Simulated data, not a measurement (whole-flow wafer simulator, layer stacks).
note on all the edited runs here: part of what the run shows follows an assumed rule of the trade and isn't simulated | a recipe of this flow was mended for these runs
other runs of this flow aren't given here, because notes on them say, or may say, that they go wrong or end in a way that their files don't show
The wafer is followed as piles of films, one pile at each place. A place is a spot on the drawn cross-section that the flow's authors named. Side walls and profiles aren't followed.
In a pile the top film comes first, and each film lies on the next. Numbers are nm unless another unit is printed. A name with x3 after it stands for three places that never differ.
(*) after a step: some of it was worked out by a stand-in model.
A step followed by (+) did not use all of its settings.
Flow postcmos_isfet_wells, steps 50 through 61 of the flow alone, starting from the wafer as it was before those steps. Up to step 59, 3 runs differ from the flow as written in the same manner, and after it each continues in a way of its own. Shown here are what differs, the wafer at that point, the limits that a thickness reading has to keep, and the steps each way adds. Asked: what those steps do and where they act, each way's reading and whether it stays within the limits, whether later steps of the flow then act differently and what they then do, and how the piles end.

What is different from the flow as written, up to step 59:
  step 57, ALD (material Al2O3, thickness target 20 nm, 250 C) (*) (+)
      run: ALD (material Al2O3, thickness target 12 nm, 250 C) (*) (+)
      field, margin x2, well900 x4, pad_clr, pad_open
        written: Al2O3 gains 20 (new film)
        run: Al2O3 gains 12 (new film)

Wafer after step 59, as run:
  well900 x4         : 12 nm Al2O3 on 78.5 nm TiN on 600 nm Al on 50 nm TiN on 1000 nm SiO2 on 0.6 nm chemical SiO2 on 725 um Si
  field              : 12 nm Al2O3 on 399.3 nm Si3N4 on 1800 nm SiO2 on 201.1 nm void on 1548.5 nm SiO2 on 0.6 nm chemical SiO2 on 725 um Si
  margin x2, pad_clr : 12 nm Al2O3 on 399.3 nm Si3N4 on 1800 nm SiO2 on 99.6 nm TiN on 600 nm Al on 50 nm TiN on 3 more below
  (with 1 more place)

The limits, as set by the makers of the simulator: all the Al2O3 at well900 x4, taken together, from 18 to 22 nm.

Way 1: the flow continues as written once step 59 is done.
  After step 59, the reading is 12 nm, outside the limits.
  Every later step of the flow that is run acts as written at every place that is followed.
  At field, margin x2, well900 x4, pad_clr, pad_open, the piles at the end differ from the flow's by more than 2% or 0.5 nm, whichever is larger.
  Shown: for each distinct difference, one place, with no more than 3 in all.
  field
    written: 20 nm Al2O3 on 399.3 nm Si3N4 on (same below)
    way: 12 nm Al2O3 on 399.3 nm Si3N4 on (same below)
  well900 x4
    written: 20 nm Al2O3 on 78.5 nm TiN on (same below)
    way: 12 nm Al2O3 on 78.5 nm TiN on (same below)
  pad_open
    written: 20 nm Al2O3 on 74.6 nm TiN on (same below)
    way: 12 nm Al2O3 on 74.6 nm TiN on (same below)

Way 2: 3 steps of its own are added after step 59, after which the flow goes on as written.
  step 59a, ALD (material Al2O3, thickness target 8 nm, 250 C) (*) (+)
      field, margin x2, well900 x4, pad_clr, pad_open
        Al2O3 gains 8
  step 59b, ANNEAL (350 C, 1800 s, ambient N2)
      leaves every film unchanged at each place that is followed
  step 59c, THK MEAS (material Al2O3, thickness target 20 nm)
      leaves every film unchanged at each place that is followed
  After step 59c, the reading is 20 nm, within the limits.
  Every later step of the flow that is run acts as written at every place that is followed.
  By the end, the piles equal the flow's at every place that both follow.

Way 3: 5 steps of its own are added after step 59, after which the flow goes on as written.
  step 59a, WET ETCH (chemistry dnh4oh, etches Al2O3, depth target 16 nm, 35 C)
      field, margin x2, well900 x4, pad_clr, pad_open
        Al2O3 loses 12 (all of it)
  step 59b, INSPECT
      leaves every film unchanged at each place that is followed
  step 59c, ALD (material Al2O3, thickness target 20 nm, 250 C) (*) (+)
      field, margin x2, well900 x4, pad_clr, pad_open
        Al2O3 gains 20 (new film)
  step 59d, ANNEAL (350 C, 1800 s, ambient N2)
      leaves every film unchanged at each place that is followed
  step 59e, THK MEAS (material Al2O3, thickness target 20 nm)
      leaves every film unchanged at each place that is followed
  After step 59e, the reading is 20 nm, within the limits.
  Every later step of the flow that is run acts as written at every place that is followed.
  By the end, the piles equal the flow's at every place that both follow.

Keeping within the limits: way 2, way 3. Outside them: way 1.
